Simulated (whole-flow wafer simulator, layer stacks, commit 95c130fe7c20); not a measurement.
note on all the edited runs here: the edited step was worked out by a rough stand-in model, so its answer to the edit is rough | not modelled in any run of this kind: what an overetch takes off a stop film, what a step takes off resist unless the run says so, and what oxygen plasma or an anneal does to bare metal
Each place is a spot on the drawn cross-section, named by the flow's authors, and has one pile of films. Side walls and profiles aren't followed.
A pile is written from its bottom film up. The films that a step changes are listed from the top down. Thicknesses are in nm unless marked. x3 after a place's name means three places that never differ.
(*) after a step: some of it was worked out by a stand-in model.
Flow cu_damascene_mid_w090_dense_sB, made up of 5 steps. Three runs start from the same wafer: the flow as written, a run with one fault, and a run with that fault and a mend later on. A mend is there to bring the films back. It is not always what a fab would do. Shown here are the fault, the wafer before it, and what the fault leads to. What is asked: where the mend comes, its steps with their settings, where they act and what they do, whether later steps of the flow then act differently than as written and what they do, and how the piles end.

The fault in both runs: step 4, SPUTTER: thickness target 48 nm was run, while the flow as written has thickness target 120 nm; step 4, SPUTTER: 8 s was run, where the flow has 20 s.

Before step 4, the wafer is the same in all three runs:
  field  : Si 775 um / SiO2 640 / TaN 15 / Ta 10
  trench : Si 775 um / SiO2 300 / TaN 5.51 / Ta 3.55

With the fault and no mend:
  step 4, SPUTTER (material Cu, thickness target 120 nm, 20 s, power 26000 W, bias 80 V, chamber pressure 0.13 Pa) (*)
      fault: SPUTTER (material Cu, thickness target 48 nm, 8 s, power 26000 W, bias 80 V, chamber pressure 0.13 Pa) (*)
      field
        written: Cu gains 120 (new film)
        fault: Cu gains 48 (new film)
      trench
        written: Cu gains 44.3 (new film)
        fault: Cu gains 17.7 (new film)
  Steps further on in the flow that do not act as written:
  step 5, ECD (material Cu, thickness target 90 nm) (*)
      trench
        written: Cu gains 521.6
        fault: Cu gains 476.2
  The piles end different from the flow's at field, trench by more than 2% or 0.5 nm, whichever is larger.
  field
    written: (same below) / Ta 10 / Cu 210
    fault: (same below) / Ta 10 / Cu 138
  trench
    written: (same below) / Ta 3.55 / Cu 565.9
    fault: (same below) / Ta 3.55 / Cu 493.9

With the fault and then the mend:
  The mend follows step 4.
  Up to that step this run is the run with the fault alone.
  step 4a, SPUTTER (material Cu, thickness target 72 nm, 12 s, power 26000 W, bias 80 V, chamber pressure 0.13 Pa) (*) (the flow's step 4, run once more with other settings)
      field
        Cu gains 72
      trench
        Cu gains 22
  Every later step of the flow that is run acts as written, at every place that is followed, to within 2% or 0.5 nm, whichever is larger.
  The piles end the same as the flow's at every place that both follow.
